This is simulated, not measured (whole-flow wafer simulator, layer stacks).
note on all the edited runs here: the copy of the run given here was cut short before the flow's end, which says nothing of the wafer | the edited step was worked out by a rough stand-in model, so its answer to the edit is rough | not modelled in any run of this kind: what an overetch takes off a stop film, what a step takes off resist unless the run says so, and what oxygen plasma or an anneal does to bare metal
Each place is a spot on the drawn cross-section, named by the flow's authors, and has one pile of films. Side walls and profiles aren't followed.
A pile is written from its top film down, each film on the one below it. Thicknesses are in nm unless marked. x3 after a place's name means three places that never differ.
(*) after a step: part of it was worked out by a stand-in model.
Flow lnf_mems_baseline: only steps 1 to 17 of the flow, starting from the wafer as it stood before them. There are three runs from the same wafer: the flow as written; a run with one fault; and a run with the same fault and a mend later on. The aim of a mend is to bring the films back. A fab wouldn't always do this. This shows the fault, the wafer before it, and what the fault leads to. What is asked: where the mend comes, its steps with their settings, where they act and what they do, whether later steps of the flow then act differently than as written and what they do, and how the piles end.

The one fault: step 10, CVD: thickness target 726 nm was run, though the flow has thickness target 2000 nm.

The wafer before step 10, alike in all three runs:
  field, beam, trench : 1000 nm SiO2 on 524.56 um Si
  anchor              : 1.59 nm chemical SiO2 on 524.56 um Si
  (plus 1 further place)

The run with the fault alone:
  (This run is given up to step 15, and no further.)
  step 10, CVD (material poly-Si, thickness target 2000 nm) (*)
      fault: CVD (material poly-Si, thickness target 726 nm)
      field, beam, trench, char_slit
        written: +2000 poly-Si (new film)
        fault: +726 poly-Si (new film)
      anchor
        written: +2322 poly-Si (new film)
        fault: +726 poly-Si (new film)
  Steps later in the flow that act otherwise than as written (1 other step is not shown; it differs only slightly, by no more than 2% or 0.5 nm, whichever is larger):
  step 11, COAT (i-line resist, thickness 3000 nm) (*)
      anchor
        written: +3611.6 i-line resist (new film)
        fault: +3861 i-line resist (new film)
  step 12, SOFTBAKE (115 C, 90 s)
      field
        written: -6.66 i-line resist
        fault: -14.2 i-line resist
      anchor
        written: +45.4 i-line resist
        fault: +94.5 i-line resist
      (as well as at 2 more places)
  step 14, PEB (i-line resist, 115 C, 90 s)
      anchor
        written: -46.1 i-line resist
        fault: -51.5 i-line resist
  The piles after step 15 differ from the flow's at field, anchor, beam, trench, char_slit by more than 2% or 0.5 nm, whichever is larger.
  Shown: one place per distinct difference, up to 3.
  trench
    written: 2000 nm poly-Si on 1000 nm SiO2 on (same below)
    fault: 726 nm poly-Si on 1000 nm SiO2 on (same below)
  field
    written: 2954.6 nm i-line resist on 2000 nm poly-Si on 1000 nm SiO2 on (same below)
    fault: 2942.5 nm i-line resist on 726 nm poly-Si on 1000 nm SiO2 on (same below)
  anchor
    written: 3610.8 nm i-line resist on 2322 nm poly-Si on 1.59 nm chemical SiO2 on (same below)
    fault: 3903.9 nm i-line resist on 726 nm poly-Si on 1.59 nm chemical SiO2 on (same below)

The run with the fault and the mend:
  After step 10 comes the mend.
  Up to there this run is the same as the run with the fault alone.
  step 10a, ETCH (chemistry tmah, depth target 935.4 nm)
      field, anchor, beam, trench, char_slit
        -726 poly-Si (all of it)
  step 10b, CLEAN (chemistry SC1/SC2) (the flow's step 1, run once more)
      does not change any film at any place that is followed
  step 10c, CVD (material poly-Si, thickness target 2000 nm) (*) (the flow's step 10, run once more)
      field, beam, trench, char_slit
        +2000 poly-Si (new film)
      anchor
        +2322 poly-Si (new film)
  Every later step of the flow that is run acts as written at every place that is followed.
  At every place that both follow, the piles at the end match the flow's.
